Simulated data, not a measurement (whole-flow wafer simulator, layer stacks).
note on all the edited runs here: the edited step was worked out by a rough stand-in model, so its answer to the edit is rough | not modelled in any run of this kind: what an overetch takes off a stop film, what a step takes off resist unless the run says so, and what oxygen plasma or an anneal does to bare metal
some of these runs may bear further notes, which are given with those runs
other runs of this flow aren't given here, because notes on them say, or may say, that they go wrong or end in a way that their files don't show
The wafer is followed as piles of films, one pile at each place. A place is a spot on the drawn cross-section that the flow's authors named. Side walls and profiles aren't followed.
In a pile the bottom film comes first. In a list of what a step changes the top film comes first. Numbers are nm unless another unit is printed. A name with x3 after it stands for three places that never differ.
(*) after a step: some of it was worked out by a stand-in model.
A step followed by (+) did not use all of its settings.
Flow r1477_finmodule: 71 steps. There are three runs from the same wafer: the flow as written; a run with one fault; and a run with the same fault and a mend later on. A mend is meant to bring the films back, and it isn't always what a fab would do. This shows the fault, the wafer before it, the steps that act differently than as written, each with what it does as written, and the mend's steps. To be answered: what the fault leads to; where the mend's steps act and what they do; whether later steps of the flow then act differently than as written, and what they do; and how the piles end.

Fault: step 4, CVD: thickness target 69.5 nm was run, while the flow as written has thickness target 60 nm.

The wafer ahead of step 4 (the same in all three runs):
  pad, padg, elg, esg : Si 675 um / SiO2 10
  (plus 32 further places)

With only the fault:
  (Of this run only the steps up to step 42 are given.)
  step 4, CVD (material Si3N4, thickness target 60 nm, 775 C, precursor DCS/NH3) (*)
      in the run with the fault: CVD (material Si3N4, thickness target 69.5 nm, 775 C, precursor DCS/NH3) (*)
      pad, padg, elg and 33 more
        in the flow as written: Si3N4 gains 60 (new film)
        in the run with the fault: Si3N4 gains 69.5 (new film)
  Steps further on in the flow that do not act as written:
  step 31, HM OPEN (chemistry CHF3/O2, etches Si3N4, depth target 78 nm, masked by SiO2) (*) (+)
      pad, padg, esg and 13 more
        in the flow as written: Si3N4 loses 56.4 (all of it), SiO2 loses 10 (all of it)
        in the run with the fault: Si3N4 loses 65.9 (all of it), SiO2 loses 6.06
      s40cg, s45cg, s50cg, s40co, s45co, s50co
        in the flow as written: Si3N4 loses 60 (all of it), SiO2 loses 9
        in the run with the fault: Si3N4 loses 69.5 (all of it), SiO2 loses 4.25
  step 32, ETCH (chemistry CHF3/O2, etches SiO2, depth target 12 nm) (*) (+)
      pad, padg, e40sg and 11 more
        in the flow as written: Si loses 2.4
        in the run with the fault: SiO2 loses 3.94 (all of it), Si loses 1.61
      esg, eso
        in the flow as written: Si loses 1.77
        in the run with the fault: SiO2 loses 3.94 (all of it), Si loses 1.61
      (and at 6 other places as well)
  After step 42, at elg, e40lg, e100lg and 11 more, the piles differ from the flow's by more than 2% or 0.5 nm, whichever is larger.
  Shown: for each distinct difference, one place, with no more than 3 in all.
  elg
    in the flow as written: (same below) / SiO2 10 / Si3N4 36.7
    in the run with the fault: (same below) / SiO2 10 / Si3N4 46.2
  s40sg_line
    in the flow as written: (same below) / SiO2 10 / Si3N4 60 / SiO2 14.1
    in the run with the fault: (same below) / SiO2 10 / Si3N4 69.5 / SiO2 14.1

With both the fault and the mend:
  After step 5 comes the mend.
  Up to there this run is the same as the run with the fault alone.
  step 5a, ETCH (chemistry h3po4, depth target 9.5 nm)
      pad, padg, elg and 33 more
        Si3N4 loses 9.5
  None of the later steps of the flow acts differently than as written at any place that is followed.
  The piles end the same as the flow's at every place that both follow.
